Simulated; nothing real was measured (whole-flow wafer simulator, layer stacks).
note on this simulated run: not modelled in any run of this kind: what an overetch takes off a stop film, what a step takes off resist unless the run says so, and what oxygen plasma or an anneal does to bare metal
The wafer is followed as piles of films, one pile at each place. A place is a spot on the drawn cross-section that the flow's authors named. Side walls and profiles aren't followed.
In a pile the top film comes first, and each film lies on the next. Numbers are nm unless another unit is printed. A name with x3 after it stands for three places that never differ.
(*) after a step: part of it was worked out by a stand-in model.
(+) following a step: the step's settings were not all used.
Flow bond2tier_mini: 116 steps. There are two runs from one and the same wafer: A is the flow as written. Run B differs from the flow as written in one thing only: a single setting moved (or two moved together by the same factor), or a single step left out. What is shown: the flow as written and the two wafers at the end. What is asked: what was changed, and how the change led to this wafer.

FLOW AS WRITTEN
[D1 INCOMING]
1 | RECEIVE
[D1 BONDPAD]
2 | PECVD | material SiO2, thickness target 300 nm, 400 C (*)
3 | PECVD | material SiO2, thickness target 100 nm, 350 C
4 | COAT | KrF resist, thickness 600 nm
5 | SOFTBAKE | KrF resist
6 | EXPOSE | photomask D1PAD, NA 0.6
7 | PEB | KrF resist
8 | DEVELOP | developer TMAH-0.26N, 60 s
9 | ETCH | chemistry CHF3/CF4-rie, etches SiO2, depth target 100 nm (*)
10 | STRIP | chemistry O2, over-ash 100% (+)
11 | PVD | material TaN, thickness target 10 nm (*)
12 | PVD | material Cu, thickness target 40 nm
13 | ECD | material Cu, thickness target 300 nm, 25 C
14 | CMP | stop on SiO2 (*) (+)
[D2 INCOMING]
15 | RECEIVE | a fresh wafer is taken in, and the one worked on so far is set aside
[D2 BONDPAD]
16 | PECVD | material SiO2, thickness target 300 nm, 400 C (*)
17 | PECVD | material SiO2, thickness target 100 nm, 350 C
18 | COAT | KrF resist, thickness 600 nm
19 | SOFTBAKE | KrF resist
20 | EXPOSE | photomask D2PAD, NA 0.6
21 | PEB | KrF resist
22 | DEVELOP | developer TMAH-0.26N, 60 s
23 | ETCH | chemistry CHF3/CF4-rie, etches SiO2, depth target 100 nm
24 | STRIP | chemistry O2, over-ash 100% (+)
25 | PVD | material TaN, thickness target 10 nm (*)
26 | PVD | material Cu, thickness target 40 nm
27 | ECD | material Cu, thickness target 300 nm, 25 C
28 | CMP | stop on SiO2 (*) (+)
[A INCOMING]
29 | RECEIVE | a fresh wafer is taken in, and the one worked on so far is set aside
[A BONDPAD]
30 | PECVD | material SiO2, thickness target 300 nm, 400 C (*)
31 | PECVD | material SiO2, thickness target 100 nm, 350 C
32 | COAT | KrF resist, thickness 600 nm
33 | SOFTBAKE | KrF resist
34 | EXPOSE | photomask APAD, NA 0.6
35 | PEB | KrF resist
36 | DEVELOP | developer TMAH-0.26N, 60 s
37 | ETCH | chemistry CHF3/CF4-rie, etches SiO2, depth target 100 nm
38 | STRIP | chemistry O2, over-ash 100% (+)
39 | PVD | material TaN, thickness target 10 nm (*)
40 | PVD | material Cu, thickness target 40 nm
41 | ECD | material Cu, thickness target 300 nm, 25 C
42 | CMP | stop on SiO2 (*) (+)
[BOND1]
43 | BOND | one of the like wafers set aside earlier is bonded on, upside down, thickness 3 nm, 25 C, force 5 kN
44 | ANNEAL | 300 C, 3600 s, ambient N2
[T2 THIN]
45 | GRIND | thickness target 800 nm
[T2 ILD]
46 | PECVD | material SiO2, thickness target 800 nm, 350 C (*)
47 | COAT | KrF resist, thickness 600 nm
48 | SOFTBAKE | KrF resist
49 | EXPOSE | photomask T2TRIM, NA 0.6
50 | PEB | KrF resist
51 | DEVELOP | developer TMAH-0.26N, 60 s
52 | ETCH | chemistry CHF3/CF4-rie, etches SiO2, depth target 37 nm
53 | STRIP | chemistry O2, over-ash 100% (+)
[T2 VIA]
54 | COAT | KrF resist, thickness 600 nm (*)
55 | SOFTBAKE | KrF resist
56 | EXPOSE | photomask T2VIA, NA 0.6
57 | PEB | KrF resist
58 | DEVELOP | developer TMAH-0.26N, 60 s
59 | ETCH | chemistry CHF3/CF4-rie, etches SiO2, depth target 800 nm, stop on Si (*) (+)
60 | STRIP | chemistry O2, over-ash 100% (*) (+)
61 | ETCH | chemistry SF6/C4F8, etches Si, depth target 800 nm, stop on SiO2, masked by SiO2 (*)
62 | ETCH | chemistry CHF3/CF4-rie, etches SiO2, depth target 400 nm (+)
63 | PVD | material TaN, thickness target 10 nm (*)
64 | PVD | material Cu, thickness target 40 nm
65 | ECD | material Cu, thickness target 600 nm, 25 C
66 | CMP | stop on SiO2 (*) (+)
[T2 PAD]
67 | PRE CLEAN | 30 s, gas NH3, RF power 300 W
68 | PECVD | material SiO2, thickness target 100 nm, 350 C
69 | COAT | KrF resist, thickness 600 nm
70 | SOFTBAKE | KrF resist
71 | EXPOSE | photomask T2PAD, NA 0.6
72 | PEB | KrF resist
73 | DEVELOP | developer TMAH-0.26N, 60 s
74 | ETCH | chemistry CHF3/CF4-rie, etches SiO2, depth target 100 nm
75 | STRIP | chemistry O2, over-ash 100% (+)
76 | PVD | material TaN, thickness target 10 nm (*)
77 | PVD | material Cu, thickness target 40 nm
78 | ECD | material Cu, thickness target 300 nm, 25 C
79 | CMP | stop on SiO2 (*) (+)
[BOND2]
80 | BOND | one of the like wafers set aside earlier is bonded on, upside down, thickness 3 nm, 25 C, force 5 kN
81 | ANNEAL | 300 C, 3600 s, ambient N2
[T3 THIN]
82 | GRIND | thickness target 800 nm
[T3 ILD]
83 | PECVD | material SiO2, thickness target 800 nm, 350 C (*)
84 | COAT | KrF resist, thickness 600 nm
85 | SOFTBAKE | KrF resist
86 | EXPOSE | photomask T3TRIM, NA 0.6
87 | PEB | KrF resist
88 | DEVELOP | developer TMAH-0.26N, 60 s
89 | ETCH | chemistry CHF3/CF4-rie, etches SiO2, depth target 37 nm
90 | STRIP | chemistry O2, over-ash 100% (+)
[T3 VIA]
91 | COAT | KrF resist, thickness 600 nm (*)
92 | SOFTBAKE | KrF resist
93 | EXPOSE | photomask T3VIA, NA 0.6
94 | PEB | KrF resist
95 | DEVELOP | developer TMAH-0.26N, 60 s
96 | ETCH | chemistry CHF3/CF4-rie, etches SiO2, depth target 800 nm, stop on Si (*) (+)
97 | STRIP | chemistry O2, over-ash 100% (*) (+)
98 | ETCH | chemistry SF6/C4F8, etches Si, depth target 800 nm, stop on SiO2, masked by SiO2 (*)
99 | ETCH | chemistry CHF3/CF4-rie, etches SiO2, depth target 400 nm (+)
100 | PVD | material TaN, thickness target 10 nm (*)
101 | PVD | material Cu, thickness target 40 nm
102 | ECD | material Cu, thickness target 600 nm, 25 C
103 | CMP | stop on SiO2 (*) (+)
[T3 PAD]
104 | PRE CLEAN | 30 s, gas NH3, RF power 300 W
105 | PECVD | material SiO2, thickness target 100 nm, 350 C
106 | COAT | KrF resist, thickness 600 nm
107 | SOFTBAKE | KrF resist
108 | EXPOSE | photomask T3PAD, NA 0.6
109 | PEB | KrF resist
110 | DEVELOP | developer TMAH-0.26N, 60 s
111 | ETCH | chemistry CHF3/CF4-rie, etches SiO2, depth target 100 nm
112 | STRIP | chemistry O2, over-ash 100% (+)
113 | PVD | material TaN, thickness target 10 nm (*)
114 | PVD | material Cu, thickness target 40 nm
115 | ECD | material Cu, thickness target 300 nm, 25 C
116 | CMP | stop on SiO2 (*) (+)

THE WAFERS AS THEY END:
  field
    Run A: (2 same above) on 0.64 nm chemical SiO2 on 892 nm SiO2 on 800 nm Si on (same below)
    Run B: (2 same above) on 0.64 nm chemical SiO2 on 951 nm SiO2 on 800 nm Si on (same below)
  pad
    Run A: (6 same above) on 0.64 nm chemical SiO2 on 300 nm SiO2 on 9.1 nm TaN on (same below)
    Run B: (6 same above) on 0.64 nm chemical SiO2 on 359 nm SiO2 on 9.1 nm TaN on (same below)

Cause: step 17, PECVD: thickness target 159 nm was run, though the flow has thickness target 100 nm.

The path from the change to this, step by step:
  17 | PECVD | material SiO2, thickness target 100 nm, 350 C
      field, pad, via: A SiO2 gains 100 | B SiO2 gains 159
  80 | BOND | one of the like wafers set aside earlier is bonded on, upside down, thickness 3 nm, 25 C, force 5 kN
      field: A Si gains 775 um (new film), chemical SiO2 gains 0.64 (new film), SiO2 gains 400 | B Si gains 775 um (new film), chemical SiO2 gains 0.64 (new film), SiO2 gains 459
      pad: A Si gains 775 um (new film), chemical SiO2 gains 0.64 (new film), SiO2 gains 300 (new film), TaN gains 9.1 (new film), Cu gains 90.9 | B Si gains 775 um (new film), chemical SiO2 gains 0.64 (new film), SiO2 gains 359 (new film), TaN gains 9.1 (new film), Cu gains 90.9
